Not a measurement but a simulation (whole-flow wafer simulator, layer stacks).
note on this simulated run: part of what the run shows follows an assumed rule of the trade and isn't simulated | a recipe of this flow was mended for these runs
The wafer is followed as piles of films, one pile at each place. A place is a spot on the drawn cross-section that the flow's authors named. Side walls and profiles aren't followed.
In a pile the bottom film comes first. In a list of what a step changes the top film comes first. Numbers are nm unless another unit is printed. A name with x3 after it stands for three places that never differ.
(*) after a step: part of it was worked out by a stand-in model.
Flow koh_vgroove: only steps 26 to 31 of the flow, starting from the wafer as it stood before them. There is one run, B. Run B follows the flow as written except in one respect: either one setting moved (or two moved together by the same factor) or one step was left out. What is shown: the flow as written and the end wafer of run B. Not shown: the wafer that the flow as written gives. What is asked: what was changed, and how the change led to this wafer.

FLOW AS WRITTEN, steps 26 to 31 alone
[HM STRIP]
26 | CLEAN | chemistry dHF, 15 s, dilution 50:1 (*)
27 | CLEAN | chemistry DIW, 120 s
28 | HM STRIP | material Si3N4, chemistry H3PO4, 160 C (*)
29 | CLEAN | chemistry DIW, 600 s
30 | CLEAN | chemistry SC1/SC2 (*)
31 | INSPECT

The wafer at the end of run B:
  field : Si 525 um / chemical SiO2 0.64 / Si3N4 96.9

The reason: step 28, HM STRIP: 128 C was run, though the flow has 160 C.

Step by step, how the change led to this:
  28 | HM STRIP | material Si3N4, chemistry H3PO4, 160 C (*)
      field: -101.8 Si3N4 (as written it would have been: -198.7 Si3N4 (all of it), -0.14 chemical SiO2, -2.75 Si)
